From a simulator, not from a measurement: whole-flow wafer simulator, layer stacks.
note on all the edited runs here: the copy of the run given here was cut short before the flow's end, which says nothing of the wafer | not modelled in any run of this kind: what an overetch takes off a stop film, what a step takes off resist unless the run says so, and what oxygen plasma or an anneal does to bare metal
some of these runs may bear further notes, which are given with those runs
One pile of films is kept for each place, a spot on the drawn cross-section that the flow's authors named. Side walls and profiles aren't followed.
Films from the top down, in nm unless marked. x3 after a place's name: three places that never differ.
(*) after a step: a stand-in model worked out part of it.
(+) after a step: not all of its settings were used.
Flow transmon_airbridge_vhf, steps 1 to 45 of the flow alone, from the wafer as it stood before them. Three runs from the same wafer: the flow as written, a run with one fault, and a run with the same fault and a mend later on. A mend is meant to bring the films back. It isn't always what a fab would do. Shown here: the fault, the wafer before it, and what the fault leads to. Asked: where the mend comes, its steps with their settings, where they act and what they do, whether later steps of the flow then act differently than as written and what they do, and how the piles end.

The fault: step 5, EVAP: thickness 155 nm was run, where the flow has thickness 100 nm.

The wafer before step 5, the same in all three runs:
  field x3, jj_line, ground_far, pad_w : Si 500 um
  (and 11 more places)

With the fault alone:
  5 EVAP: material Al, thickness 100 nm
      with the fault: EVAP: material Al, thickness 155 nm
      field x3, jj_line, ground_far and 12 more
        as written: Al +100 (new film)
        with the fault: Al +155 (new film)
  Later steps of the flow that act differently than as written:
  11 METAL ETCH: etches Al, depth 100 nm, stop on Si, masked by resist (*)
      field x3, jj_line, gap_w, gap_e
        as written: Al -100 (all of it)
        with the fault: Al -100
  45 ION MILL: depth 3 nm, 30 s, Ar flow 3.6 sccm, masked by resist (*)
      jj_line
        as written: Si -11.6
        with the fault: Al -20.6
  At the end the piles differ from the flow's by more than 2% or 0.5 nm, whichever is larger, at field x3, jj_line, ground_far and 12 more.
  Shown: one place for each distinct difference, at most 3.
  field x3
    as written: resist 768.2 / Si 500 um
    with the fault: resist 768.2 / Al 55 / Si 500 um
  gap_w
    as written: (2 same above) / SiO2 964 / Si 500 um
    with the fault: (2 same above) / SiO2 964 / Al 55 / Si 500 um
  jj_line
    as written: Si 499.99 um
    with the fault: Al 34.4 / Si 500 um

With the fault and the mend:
  The mend comes after step 10.
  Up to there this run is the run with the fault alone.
  11 METAL ETCH: etches Al, depth 155 nm, stop on Si, masked by resist (*) (the flow's step 11, which as written has depth 100 nm)
      ground_far, pad_w, flank_w and 8 more
        i-line resist -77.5
      field x3, jj_line, gap_w, gap_e
        Al -155 (all of it)
  Later steps of the flow that act differently than as written (10 more steps differ only slightly, by at most 2% or 0.5 nm, whichever is larger, and aren't shown):
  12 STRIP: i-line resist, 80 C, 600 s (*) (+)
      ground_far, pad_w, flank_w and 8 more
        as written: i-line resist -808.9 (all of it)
        with the mend: i-line resist -781.4 (all of it)
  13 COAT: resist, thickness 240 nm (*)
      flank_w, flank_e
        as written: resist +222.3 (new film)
        with the mend: resist +214.4 (new film)
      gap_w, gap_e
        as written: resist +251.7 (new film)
        with the mend: resist +257.2 (new film)
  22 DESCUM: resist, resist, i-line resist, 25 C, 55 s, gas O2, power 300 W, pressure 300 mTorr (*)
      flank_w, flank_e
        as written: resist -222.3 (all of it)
        with the mend: resist -214.4 (all of it)
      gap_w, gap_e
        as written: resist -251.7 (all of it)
        with the mend: resist -257.2 (all of it)
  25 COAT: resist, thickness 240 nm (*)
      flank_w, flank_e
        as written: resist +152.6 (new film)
        with the mend: resist +146.5 (new film)
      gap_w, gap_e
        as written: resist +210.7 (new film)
        with the mend: resist +216.1 (new film)
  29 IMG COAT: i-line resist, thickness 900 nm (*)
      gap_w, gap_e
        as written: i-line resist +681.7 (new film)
        with the mend: i-line resist +696.3 (new film)
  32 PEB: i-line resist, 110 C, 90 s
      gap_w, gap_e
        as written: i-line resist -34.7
        with the mend: i-line resist -35.5
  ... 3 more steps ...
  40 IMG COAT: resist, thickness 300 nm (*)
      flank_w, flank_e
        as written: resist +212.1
        with the mend: resist +204.8
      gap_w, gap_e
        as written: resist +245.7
        with the mend: resist +250.8
  At the end the piles differ from the flow's by more than 2% or 0.5 nm, whichever is larger, at ground_far, pad_w, flank_w and 10 more.
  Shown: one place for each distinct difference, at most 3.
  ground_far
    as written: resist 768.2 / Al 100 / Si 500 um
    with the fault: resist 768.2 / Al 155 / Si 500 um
    with the mend: resist 768.2 / Al 155 / Si 500 um
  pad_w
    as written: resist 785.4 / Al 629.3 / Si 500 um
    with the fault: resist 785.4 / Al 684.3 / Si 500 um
    with the mend: resist 783.5 / Al 684.3 / Si 500 um
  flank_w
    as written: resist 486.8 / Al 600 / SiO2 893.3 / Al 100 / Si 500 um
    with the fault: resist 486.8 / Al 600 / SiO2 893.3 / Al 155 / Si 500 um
    with the mend: resist 473.1 / Al 600 / SiO2 893.7 / Al 155 / Si 500 um
